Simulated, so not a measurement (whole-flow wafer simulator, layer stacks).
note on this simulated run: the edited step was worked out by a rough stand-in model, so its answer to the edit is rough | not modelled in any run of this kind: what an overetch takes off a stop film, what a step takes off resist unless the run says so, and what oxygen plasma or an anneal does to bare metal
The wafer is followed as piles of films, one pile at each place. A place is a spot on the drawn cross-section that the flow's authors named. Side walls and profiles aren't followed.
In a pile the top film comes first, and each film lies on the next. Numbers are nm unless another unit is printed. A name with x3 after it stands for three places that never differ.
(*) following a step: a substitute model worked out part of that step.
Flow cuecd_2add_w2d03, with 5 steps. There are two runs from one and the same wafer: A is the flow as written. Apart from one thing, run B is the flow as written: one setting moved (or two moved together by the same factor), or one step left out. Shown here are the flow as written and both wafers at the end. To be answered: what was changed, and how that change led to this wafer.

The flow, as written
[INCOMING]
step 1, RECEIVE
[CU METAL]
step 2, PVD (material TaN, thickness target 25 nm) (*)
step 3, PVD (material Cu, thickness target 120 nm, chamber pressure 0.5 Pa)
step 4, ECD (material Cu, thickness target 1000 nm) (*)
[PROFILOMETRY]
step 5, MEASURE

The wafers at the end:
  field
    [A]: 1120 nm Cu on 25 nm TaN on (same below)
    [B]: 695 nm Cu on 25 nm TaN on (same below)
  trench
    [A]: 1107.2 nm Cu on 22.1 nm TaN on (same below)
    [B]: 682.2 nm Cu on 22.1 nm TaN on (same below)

What caused this: step 4, ECD: thickness target 575 nm was run, while the flow as written has thickness target 1000 nm.

The path from the change to this, step by step:
  step 4, ECD (material Cu, thickness target 1000 nm) (*)
      field, trench: A +1000 Cu | B +575 Cu
